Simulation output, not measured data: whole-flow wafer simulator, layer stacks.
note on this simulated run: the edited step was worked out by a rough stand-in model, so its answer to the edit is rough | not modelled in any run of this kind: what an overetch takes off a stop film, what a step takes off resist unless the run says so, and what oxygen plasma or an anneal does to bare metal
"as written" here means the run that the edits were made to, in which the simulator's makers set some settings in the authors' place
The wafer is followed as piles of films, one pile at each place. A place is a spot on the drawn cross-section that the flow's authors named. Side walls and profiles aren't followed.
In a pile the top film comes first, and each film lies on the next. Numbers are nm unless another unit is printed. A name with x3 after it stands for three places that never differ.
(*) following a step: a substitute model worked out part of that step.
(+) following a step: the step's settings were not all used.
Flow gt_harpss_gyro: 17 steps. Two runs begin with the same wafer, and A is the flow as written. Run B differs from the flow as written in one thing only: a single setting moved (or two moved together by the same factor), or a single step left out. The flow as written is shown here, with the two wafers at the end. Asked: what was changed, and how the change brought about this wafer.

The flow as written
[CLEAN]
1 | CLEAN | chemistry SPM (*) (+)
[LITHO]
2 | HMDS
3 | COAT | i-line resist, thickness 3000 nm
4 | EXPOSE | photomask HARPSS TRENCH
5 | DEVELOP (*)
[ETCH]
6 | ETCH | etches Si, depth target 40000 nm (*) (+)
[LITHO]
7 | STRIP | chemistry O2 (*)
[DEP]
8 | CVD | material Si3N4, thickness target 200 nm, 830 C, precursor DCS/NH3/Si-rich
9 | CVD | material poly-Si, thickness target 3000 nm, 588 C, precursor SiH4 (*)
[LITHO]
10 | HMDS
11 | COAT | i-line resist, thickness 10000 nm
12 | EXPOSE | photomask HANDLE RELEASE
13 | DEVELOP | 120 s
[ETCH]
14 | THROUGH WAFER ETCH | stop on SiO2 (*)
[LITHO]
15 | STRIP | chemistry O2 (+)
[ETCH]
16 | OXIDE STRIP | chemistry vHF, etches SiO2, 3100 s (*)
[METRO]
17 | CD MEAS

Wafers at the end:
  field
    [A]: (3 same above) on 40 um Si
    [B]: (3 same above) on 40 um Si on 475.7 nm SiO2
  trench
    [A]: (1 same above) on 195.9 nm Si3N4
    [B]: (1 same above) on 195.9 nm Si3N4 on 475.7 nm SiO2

The reason: step 16, OXIDE STRIP: 1965 s was run, whereas the flow has 3100 s.

Step by step, how the change led to this:
  16 | OXIDE STRIP | chemistry vHF, etches SiO2, 3100 s (*)
      field: A under 4 films: -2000 SiO2 (all of it) | B under 4 films: -1524.3 SiO2
      trench: A under 2 films: -2000 SiO2 (all of it) | B under 2 films: -1524.3 SiO2
